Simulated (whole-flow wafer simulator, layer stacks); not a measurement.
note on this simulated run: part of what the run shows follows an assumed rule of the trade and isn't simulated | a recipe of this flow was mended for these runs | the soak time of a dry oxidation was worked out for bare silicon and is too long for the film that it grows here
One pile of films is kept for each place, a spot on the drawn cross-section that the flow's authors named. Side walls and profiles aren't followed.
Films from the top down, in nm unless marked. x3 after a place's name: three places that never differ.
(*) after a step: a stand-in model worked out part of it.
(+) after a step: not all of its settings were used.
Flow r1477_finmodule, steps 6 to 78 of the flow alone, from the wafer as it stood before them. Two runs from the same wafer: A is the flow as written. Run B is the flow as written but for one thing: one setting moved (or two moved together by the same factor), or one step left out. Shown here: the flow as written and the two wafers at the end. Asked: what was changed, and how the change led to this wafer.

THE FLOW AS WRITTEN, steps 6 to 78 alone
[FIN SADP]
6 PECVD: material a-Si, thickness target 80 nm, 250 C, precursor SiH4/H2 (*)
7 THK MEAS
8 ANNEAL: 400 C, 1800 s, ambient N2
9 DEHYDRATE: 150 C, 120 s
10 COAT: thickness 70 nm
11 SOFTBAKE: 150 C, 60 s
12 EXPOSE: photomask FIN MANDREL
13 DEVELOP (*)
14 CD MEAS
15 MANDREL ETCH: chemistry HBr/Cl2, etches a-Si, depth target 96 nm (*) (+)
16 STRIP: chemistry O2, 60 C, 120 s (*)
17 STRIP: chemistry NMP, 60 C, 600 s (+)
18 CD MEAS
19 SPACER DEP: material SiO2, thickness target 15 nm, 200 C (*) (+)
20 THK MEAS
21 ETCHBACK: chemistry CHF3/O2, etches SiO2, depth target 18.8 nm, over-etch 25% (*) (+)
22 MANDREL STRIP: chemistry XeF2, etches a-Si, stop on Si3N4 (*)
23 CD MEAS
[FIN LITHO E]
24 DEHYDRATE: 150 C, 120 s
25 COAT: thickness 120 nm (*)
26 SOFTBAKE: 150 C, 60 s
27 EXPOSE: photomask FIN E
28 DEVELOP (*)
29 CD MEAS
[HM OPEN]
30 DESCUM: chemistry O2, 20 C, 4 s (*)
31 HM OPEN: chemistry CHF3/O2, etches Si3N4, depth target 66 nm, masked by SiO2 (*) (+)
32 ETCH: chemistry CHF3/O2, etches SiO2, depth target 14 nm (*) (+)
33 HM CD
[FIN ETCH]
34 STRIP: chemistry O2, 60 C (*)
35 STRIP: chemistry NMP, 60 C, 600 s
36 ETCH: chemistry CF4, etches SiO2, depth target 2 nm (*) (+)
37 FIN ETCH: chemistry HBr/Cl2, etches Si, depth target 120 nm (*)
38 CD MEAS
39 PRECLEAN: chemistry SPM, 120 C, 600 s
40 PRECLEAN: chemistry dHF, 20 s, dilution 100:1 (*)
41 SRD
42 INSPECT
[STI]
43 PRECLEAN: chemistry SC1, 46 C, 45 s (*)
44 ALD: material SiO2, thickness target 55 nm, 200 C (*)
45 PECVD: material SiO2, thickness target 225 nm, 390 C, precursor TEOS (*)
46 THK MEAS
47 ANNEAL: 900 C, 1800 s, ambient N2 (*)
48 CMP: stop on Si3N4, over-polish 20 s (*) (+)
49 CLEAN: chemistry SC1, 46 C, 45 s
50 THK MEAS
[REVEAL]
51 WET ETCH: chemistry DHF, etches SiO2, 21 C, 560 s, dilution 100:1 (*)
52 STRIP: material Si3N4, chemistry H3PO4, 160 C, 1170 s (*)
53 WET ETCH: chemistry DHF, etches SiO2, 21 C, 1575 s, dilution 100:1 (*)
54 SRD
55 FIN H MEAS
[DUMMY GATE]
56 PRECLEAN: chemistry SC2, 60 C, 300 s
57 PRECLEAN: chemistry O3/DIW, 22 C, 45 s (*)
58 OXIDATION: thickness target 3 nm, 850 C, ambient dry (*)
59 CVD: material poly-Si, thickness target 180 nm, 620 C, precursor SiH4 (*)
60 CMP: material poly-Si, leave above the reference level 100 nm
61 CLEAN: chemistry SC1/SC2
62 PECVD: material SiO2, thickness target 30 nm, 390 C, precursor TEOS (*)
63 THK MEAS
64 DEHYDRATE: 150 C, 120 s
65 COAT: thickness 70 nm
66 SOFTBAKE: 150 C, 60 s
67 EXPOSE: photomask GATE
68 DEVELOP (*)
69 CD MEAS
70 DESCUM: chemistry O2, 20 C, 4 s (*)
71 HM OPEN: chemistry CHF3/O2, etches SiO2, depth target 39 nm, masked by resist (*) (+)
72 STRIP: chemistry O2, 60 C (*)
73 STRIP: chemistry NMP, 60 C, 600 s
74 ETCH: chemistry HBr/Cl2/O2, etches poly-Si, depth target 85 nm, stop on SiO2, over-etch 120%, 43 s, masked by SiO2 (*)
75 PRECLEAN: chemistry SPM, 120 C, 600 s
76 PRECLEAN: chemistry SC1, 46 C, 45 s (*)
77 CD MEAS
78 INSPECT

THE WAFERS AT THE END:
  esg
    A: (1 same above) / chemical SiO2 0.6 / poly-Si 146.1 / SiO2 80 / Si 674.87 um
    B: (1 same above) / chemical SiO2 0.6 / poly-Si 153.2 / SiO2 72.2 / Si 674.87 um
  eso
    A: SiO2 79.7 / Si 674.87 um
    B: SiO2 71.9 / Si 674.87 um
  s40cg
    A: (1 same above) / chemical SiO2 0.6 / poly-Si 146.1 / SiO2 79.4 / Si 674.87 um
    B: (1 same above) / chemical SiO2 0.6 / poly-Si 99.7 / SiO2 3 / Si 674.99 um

The cause: step 21, ETCHBACK: depth target 13.2 nm was run, where the flow has depth target 18.8 nm.

How the change led to this, step by step:
  21 ETCHBACK: chemistry CHF3/O2, etches SiO2, depth target 18.8 nm, over-etch 25% (*) (+)
      pad, padg, elg x4 and 18 more: A SiO2 -15 (all of it), Si3N4 -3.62 | B SiO2 -13.2
      s40cg, s45cg, s50cg, s40co, s45co, s50co: A SiO2 -15 (all of it), chemical SiO2 -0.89 (all of it), a-Si -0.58 | B SiO2 -13.2
  22 MANDREL STRIP: chemistry XeF2, etches a-Si, stop on Si3N4 (*)
      s40cg, s45cg, s50cg, s40co, s45co, s50co: A a-Si -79 (all of it) | B nothing
  25 COAT: thickness 120 nm (*)
      s40cg, s40co: A e-beam-resist +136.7 (new film) | B e-beam-resist +68.7 (new film)
      s40sg, s40so: A e-beam-resist +142.6 (new film) | B e-beam-resist +151.4 (new film)
      (and at 14 more places)
  28 DEVELOP (*)
      s40cg, s40co: A e-beam-resist -136.7 (all of it) | B e-beam-resist -68.7 (all of it)
      s40sg, s40so: A e-beam-resist -142.6 (all of it) | B e-beam-resist -151.4 (all of it)
      (and at 14 more places)
  31 HM OPEN: chemistry CHF3/O2, etches Si3N4, depth target 66 nm, masked by SiO2 (*) (+)
      pad, padg, esg and 13 more: A Si3N4 -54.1 (all of it), SiO2 -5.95 | B SiO2 -1.84 (all of it), Si3N4 -57.7 (all of it), SiO2 -2.31
      s40cg, s45cg, s50cg, s40co, s45co, s50co: A Si3N4 -60 (all of it), SiO2 -3 | B SiO2 -1.85 (all of it), chemical SiO2 -0.89 (all of it), a-Si -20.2
      (and at 6 more places)
  32 ETCH: chemistry CHF3/O2, etches SiO2, depth target 14 nm (*) (+)
      s40cg, s45cg, s50cg, s40co, s45co, s50co: A SiO2 -7 (all of it), Si -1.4 | B a-Si -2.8
      s40sg_line, s45sg_line, s40so_line, s45so_line: A SiO2 -14 | B Si3N4 -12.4
      (and at 18 more places)
  34 STRIP: chemistry O2, 60 C (*)
      s40cg, s45cg, s50cg, s40co, s45co, s50co: A chemical SiO2 +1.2 (new film), Si -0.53 | B chemical SiO2 +1.2 (new film), a-Si -0.53
  36 ETCH: chemistry CF4, etches SiO2, depth target 2 nm (*) (+)
      elg x4, elo x4: A Si3N4 -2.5 | B SiO2 -1.84 (all of it), Si3N4 -0.21
      s40cg, s45cg, s50cg, s40co, s45co, s50co: A chemical SiO2 -1.2 (all of it), Si -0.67 | B chemical SiO2 -1.2 (all of it), a-Si -0.67
      (and at 6 more places)
  37 FIN ETCH: chemistry HBr/Cl2, etches Si, depth target 120 nm (*)
      s40cg, s45cg, s50cg, s40co, s45co, s50co: A Si -120 | B a-Si -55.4 (all of it), Si3N4 -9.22
      s40sg_line, s40so_line: A SiO2 -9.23 | B Si3N4 -7.07 (all of it), SiO2 -5.42
      (and at 4 more places)
  39 PRECLEAN: chemistry SPM, 120 C, 600 s
      s40cg, s45cg, s50cg, s40co, s45co, s50co: A chemical SiO2 +0.8 (new film), Si -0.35 | B nothing
  40 PRECLEAN: chemistry dHF, 20 s, dilution 100:1 (*)
      s40cg, s45cg, s50cg, s40co, s45co, s50co: A chemical SiO2 -0.8 (all of it) | B Si3N4 -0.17
      s40sg_line, s45sg_line, s50sg_line, s40so_line, s45so_line, s50so_line: A SiO2 -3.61 | B SiO2 -0.87
  43 PRECLEAN: chemistry SC1, 46 C, 45 s (*)
      s40cg, s45cg, s50cg, s40co, s45co, s50co: A chemical SiO2 +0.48 (new film), Si -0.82 | B nothing
  44 ALD: material SiO2, thickness target 55 nm, 200 C (*)
      esg, e40sg, e100sg, e200sg, eso, e40so, e100so, e200so: A SiO2 +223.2 (new film) | B SiO2 +228.4 (new film)
      s40cg, s45cg, s50cg, s40co, s45co, s50co: A SiO2 +263.2 (new film) | B SiO2 +55 (new film)
      (and at 6 more places)
  48 CMP: stop on Si3N4, over-polish 20 s (*) (+)
      s40cg, s45cg, s50cg, s40co, s45co, s50co: A SiO2 -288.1 | B SiO2 -269.9 (all of it), Si3N4 -1.12
      elg x4, esg, e40sg and 10 more: A SiO2 -247.6 | B SiO2 -260.6
      (and at 8 more places)
  51 WET ETCH: chemistry DHF, etches SiO2, 21 C, 560 s, dilution 100:1 (*)
      s40cg, s45cg, s50cg, s40co, s45co, s50co: A SiO2 -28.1 | B Si3N4 -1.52
      elg x4, elo x4: A SiO2 -22.3 (all of it), Si3N4 -0.41 | B SiO2 -9.26 (all of it), Si3N4 -1.06
  52 STRIP: material Si3N4, chemistry H3PO4, 160 C, 1170 s (*)
      s40cg, s45cg, s50cg, s40co, s45co, s50co: A SiO2 -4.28 | B Si3N4 -48 (all of it), SiO2 -1.71
      elg x4, elo x4: A Si3N4 -33.9 (all of it), SiO2 -2.15 | B Si3N4 -39.1 (all of it), SiO2 -1.98
  ... 5 more steps ...
  74 ETCH: chemistry HBr/Cl2/O2, etches poly-Si, depth target 85 nm, stop on SiO2, over-etch 120%, 43 s, masked by SiO2 (*)
      eso, e40so, e100so, e200so, s40so, s45so, s50so: A chemical SiO2 -1.12 (all of it), poly-Si -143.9 (all of it), SiO2 -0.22 | B chemical SiO2 -1.12 (all of it), poly-Si -151 (all of it), SiO2 -0.18
      s40co, s45co, s50co: A chemical SiO2 -1.12 (all of it), poly-Si -143.9 (all of it), SiO2 -0.22 | B chemical SiO2 -1.12 (all of it), poly-Si -97.6 (all of it), SiO2 -0.45
      (and at 1 more place)
